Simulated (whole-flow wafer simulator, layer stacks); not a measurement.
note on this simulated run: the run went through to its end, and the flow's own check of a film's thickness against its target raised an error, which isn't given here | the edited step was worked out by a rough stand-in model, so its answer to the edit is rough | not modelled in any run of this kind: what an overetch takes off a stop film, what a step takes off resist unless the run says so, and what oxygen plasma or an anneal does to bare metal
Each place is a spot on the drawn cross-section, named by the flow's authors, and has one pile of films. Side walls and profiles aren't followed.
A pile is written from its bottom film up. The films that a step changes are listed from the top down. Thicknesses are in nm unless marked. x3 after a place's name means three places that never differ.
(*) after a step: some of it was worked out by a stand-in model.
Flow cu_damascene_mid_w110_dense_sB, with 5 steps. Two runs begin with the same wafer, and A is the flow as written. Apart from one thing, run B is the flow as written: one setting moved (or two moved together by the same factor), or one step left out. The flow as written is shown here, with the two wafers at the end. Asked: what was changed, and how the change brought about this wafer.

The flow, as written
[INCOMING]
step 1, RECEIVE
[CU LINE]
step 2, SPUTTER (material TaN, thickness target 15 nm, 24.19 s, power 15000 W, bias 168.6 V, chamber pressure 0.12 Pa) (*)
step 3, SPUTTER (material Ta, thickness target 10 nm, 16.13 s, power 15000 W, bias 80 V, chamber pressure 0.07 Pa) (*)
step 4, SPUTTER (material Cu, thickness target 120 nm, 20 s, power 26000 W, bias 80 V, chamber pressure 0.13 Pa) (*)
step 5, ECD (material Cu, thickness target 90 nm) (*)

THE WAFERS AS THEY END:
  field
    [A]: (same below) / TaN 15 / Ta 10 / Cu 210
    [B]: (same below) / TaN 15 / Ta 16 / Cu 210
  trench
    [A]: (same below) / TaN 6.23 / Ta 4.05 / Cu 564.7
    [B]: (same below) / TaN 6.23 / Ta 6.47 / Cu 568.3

What caused this: step 3, SPUTTER: thickness target 16 nm was run, while the flow as written has thickness target 10 nm.
The wafer lets one read it off: field has Ta 16, and step 3 as written asks for 10 nm.

How this came from the change, step by step:
  step 3, SPUTTER (material Ta, thickness target 10 nm, 16.13 s, power 15000 W, bias 80 V, chamber pressure 0.07 Pa) (*)
      field: A +10 Ta (new film) | B +16 Ta (new film)
      trench: A +4.05 Ta (new film) | B +6.47 Ta (new film)
